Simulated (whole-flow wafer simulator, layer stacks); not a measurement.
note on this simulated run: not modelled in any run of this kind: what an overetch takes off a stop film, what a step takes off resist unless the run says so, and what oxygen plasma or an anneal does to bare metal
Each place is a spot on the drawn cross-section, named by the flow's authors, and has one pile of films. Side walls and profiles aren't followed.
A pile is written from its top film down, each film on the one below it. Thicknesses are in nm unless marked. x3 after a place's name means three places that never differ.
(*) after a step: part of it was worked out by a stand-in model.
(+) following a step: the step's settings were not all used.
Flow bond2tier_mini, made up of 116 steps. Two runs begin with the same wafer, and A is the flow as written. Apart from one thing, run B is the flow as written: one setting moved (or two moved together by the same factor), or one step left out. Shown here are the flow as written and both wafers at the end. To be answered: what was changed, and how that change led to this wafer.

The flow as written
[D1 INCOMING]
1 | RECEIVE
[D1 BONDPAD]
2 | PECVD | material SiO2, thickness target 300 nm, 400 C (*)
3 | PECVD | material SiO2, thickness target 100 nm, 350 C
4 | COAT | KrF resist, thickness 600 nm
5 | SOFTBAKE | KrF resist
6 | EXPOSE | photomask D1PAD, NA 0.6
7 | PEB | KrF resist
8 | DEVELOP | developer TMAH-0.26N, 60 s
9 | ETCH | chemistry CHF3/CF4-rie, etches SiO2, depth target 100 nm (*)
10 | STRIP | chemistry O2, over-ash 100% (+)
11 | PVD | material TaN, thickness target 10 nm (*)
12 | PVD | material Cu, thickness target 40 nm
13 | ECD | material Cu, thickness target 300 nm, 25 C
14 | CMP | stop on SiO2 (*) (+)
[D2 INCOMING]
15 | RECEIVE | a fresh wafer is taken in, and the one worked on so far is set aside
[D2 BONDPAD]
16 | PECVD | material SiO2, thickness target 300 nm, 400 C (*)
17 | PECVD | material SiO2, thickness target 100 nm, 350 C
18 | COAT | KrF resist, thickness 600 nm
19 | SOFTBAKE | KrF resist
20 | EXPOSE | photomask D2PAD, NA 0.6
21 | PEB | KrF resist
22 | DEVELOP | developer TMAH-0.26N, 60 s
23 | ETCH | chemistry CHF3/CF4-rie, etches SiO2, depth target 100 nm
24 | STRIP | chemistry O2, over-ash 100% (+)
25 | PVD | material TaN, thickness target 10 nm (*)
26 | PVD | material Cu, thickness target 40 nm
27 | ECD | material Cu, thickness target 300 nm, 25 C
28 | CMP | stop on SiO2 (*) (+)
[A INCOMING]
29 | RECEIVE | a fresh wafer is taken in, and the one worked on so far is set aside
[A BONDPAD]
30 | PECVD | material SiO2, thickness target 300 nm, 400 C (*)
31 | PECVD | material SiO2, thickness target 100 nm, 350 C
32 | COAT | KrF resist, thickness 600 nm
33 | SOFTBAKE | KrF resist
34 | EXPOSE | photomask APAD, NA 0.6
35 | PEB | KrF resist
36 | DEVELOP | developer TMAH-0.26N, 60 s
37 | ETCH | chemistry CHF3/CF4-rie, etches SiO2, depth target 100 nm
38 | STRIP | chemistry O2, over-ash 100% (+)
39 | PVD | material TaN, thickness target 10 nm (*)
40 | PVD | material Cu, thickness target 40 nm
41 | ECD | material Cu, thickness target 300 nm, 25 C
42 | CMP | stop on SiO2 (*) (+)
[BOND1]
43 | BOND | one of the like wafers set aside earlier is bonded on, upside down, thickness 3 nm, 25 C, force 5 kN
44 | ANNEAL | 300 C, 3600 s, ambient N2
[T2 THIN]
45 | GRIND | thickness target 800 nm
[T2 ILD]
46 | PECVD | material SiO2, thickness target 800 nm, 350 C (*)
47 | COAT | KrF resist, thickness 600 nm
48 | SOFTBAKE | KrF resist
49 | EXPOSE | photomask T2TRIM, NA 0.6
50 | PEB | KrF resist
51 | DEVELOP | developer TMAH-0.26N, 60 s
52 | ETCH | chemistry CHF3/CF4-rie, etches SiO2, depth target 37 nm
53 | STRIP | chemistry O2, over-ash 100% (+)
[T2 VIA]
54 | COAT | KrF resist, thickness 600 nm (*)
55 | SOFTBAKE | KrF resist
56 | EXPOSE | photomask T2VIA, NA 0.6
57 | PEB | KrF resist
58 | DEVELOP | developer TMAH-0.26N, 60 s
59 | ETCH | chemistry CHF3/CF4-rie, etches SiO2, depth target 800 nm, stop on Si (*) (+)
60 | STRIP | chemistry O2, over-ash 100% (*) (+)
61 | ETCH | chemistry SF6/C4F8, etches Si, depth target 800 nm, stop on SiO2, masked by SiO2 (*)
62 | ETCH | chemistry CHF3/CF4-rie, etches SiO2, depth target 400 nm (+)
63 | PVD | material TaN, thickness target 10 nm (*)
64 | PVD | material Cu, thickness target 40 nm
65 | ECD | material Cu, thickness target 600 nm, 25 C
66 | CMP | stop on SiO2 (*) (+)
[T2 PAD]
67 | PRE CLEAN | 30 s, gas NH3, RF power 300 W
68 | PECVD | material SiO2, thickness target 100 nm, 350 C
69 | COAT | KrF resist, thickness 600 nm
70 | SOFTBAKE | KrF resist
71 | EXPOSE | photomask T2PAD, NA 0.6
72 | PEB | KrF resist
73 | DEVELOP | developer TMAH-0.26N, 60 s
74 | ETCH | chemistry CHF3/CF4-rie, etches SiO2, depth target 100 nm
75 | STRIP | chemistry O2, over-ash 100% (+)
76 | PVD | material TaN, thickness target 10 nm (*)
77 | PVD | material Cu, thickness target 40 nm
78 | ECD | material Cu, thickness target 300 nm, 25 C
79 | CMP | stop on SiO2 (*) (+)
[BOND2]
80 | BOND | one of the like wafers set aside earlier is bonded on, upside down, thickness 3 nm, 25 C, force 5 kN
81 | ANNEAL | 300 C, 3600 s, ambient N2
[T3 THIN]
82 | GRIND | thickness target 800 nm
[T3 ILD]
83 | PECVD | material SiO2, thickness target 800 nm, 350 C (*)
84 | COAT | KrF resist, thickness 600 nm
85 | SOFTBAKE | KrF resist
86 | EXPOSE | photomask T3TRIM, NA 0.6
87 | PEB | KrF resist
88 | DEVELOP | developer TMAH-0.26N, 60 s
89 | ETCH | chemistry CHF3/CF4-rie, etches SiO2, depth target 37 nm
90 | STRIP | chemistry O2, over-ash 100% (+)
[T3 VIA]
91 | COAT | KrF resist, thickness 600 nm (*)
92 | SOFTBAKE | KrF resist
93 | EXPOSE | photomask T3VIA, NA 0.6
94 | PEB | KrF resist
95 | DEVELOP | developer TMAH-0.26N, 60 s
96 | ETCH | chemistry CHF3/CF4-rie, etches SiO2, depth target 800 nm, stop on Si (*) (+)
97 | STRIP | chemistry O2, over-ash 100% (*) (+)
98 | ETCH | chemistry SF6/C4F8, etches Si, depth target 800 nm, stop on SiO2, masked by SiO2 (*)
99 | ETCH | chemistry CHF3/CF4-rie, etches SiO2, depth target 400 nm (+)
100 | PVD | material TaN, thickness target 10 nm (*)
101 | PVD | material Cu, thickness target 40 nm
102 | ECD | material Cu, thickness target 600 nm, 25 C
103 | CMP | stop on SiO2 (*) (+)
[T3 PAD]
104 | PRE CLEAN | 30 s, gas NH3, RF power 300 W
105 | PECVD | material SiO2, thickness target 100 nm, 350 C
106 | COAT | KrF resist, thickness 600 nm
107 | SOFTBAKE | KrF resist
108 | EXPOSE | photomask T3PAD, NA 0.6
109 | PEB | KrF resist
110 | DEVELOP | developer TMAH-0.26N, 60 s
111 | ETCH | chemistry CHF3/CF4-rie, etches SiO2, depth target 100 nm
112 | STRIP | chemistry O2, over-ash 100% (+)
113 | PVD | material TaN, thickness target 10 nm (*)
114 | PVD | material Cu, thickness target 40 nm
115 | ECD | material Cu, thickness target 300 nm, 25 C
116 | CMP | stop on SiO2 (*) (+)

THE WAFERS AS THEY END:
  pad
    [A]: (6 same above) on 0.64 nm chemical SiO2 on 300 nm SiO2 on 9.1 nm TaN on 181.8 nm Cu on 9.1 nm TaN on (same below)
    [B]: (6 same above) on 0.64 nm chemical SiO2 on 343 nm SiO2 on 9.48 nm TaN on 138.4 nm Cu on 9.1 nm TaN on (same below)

Cause: step 23, ETCH: depth target 57 nm was run, while the flow as written has depth target 100 nm.

Step by step, how the change led to this:
  23 | ETCH | chemistry CHF3/CF4-rie, etches SiO2, depth target 100 nm
      pad, via: A SiO2 loses 100 | B SiO2 loses 57
      field: A KrF resist loses 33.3 | B KrF resist loses 19
  24 | STRIP | chemistry O2, over-ash 100% (+)
      field: A KrF resist loses 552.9 (all of it) | B KrF resist loses 567.3 (all of it)
  26 | PVD | material Cu, thickness target 40 nm
      pad: A Cu gains 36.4 (new film) | B Cu gains 37.9 (new film)
  27 | ECD | material Cu, thickness target 300 nm, 25 C
      pad: A Cu gains 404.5 | B Cu gains 359.6
      via: A Cu gains 400.2 | B Cu gains 357
  80 | BOND | one of the like wafers set aside earlier is bonded on, upside down, thickness 3 nm, 25 C, force 5 kN
      pad: A Si gains 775 um (new film), chemical SiO2 gains 0.64 (new film), SiO2 gains 300 (new film), TaN gains 9.1 (new film), Cu gains 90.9 | B Si gains 775 um (new film), chemical SiO2 gains 0.64 (new film), SiO2 gains 343 (new film), TaN gains 9.48 (new film), Cu gains 47.5
